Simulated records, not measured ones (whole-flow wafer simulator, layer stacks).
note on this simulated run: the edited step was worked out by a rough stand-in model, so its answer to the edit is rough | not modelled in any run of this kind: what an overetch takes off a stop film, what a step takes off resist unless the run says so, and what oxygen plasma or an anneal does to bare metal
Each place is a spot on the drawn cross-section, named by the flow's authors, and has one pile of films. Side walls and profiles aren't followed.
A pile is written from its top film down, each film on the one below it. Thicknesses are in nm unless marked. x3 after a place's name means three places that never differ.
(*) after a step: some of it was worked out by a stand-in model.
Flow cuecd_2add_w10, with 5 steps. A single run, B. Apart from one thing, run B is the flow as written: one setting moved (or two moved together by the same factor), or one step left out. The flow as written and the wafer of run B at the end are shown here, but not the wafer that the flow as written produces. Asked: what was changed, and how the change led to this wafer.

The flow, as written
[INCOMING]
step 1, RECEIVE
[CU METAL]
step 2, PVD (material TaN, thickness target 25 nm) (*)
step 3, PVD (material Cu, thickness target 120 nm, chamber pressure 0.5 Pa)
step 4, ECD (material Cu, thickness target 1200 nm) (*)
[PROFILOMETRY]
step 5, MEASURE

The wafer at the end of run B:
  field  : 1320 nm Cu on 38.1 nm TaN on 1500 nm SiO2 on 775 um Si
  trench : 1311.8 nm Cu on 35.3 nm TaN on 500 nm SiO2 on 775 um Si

Cause: step 2, PVD: thickness target 38.1 nm was run, whereas the flow has thickness target 25 nm.
The wafer itself shows it: field has TaN 38.1, and step 2 as written asks for 25 nm.

The path from the change to this, step by step:
  step 2, PVD (material TaN, thickness target 25 nm) (*)
      field: TaN gains 38.1 (new film) (as written it would have been: TaN gains 25 (new film))
      trench: TaN gains 35.3 (new film) (as written it would have been: TaN gains 23.2 (new film))
